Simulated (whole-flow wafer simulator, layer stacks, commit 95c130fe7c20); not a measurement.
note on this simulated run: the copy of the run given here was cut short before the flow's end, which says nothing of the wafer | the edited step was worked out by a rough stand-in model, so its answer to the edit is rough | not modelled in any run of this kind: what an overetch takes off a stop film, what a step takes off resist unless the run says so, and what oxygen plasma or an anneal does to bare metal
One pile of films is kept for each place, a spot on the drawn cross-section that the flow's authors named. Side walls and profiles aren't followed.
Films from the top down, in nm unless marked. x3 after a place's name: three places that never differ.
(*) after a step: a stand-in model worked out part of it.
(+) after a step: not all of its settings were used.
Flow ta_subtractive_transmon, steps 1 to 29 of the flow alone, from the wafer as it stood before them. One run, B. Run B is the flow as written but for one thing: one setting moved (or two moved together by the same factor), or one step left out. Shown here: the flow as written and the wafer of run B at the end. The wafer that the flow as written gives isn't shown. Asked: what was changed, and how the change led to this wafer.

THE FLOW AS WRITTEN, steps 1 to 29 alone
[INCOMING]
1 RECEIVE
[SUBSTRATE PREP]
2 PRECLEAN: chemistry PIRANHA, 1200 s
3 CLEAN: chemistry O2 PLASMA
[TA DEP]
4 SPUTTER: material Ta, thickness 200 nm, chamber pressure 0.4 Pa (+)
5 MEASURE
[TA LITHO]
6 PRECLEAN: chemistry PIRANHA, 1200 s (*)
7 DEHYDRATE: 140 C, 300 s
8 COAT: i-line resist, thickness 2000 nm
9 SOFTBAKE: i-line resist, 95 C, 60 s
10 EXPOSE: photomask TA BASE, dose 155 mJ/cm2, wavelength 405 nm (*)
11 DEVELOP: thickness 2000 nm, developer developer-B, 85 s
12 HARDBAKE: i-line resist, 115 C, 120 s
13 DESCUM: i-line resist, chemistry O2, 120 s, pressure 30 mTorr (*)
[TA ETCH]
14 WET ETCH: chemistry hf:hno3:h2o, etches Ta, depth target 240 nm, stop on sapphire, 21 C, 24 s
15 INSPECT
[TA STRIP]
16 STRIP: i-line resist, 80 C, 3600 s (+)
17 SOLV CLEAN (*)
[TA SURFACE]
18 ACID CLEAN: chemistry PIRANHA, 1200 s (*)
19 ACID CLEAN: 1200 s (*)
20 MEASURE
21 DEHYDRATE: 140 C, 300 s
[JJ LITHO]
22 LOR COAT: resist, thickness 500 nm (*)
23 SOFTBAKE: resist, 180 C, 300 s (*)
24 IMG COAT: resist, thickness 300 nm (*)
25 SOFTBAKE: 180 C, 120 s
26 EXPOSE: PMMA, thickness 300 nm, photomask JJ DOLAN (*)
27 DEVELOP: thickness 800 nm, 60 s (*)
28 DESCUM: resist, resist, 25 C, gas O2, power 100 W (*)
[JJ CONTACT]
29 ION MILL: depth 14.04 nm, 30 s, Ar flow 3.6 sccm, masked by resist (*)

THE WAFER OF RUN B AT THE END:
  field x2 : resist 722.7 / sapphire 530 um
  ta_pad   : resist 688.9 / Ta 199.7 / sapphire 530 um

The cause: step 24, IMG COAT: thickness 255 nm was run, where the flow has thickness 300 nm.

How the change led to this, step by step:
  24 IMG COAT: resist, thickness 300 nm (*)
      field x2, jj_line: resist +255 (as written it would be: resist +300)
      lead: resist +266.2 (as written it would be: resist +312.6)
      (and at 2 more places)
  27 DEVELOP: thickness 800 nm, 60 s (*)
      jj_line: resist -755 (all of it) (as written it would be: resist -800 (all of it))
      lead: resist -821.1 (all of it) (as written it would be: resist -867.4 (all of it))
      (and at 1 more place)
